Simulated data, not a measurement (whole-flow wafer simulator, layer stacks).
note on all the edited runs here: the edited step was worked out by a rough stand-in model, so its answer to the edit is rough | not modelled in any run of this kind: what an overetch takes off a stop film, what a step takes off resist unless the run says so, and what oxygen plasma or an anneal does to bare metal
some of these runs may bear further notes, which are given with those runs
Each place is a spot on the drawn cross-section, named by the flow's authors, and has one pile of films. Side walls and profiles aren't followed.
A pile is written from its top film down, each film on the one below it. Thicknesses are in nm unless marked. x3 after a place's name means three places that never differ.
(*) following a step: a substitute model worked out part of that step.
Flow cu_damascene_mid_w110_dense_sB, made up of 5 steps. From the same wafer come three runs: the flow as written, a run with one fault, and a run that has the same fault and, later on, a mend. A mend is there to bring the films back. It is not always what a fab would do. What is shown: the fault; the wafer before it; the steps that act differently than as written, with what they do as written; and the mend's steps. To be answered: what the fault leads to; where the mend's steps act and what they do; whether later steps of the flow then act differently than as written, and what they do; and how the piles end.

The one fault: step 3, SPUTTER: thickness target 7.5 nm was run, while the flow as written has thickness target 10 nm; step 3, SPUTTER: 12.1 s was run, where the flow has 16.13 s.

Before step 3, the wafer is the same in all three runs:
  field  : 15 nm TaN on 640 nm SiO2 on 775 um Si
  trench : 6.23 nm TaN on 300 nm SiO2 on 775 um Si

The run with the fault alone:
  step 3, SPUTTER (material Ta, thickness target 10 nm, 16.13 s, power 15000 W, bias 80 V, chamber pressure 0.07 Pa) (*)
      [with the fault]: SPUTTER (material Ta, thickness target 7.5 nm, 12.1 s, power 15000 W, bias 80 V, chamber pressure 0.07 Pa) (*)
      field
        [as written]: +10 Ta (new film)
        [with the fault]: +7.5 Ta (new film)
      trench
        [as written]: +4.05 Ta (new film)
        [with the fault]: +3.03 Ta (new film)
  Every later step of the flow that is run acts as written, at every place that is followed, to within 2% or 0.5 nm, whichever is larger.
  By the end, the piles at field, trench depart from the flow's by more than 2% or 0.5 nm, whichever is larger.
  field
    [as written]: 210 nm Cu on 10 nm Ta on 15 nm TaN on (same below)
    [with the fault]: 210 nm Cu on 7.5 nm Ta on 15 nm TaN on (same below)
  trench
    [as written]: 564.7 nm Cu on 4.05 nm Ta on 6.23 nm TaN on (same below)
    [with the fault]: 563.2 nm Cu on 3.03 nm Ta on 6.23 nm TaN on (same below)

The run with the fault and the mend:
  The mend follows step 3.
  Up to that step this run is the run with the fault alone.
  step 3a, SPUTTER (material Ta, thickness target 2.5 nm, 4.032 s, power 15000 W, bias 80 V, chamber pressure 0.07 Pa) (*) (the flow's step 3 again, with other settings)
      field
        +2.5 Ta
      trench
        +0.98 Ta
  Every later step of the flow that is run acts as written at every place that is followed.
  The piles end only slightly different from the flow's at the places that both follow, by no more than 2% or 0.5 nm, whichever is larger.
